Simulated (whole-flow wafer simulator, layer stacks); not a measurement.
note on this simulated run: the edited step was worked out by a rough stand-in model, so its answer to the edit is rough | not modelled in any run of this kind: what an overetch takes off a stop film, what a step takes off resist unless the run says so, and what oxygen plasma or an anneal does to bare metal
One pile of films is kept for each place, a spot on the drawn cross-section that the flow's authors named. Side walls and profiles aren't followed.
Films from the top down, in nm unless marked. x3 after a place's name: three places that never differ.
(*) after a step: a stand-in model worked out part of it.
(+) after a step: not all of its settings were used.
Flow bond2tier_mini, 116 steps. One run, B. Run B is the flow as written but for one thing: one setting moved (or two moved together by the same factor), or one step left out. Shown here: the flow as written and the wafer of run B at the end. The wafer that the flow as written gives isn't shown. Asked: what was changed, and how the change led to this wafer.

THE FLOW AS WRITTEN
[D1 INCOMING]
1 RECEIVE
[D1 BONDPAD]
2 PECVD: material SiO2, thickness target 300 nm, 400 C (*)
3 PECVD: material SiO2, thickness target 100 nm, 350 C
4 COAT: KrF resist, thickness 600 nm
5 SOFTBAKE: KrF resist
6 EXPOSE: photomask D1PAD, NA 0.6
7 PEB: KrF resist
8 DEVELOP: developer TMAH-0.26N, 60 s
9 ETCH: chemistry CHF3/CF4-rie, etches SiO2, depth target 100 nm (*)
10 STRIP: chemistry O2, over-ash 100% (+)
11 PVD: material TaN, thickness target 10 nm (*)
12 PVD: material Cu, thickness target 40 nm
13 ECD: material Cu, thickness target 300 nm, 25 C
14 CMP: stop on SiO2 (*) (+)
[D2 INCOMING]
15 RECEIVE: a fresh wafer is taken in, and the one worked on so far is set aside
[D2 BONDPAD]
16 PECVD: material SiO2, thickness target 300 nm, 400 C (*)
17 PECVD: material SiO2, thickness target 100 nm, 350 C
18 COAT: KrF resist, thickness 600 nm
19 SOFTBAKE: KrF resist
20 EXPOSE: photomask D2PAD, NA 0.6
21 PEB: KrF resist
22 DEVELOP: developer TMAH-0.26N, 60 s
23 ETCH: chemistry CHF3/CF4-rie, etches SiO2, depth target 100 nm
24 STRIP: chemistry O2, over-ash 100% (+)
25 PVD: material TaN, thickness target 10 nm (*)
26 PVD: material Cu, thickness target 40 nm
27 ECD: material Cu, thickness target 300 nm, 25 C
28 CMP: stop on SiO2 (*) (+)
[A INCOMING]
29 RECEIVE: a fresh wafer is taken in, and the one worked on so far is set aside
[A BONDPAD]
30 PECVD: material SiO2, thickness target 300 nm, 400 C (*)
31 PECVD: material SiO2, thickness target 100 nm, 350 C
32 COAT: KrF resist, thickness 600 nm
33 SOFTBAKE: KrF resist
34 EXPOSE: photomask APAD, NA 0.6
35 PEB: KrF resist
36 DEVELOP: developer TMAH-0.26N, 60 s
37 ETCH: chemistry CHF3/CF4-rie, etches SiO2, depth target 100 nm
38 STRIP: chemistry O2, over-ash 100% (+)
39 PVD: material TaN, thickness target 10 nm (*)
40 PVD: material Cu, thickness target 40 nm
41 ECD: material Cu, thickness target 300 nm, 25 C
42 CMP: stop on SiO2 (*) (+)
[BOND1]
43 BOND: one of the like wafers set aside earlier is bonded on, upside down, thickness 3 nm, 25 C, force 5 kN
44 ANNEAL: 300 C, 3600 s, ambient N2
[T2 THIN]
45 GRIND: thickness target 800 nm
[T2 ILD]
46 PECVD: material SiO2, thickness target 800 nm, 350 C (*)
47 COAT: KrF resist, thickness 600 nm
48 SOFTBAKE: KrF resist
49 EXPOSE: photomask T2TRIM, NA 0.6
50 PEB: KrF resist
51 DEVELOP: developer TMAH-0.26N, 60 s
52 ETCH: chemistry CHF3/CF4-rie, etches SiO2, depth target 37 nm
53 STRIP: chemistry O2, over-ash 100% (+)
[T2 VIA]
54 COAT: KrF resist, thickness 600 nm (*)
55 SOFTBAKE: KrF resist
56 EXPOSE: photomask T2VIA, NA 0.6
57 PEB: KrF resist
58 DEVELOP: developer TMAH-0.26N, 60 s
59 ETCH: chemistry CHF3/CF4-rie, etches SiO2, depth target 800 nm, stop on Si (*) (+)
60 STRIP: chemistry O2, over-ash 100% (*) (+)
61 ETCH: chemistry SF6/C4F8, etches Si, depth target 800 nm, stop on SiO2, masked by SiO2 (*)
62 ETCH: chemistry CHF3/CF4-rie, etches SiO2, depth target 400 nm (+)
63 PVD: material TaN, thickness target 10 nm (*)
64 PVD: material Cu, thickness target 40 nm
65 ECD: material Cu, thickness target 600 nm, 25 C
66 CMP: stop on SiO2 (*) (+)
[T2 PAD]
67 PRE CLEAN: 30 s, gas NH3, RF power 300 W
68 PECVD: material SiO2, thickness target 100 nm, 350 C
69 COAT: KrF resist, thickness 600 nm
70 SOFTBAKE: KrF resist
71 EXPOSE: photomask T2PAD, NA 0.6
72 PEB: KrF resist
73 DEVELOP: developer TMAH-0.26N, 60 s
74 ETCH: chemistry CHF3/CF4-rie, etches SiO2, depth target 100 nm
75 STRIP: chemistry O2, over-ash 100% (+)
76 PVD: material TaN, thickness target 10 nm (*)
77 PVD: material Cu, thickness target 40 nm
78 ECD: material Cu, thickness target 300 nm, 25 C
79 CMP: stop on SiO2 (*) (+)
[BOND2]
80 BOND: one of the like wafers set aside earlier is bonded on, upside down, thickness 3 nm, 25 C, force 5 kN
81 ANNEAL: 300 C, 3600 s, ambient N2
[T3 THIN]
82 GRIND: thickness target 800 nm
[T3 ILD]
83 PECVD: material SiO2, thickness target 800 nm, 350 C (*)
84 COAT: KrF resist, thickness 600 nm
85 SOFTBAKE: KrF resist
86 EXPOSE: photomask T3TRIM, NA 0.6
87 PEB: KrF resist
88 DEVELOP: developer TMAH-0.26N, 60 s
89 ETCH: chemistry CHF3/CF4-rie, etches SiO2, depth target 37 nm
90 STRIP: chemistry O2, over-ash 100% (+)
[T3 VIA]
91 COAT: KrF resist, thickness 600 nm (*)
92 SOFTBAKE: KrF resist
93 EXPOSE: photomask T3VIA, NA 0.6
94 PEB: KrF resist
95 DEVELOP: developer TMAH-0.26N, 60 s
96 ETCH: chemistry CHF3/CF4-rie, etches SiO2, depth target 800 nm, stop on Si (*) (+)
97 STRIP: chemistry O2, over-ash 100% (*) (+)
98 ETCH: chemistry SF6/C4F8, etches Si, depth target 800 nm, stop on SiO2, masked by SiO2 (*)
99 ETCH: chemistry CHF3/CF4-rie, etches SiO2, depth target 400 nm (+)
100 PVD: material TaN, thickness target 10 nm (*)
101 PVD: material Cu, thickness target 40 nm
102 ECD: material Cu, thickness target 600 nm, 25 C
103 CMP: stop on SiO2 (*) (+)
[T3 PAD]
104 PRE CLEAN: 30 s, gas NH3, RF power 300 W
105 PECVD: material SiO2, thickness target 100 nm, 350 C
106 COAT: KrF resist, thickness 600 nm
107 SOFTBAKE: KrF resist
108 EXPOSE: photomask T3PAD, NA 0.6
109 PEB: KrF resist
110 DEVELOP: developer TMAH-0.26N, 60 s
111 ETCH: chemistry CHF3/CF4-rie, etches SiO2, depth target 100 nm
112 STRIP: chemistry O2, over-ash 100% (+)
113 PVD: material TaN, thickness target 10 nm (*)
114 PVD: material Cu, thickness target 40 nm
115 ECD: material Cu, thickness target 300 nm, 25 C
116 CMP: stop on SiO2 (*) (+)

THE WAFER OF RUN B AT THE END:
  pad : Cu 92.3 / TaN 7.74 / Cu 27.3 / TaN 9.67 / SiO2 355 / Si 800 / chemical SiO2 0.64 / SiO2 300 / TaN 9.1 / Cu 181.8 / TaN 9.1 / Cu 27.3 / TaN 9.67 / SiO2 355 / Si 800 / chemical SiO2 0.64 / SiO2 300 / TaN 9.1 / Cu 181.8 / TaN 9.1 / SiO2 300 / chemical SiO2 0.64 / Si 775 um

The cause: step 113, PVD: thickness target 8.5 nm was run, where the flow has thickness target 10 nm.

How the change led to this, step by step:
  113 PVD: material TaN, thickness target 10 nm (*)
      field: TaN +8.5 (new film) (as written it would be: TaN +10 (new film))
      pad: TaN +7.74 (new film) (as written it would be: TaN +9.1 (new film))
  116 CMP: stop on SiO2 (*) (+)
      field: Cu -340 (all of it), TaN -8.5 (all of it) (as written it would be: Cu -340 (all of it), TaN -10 (all of it))
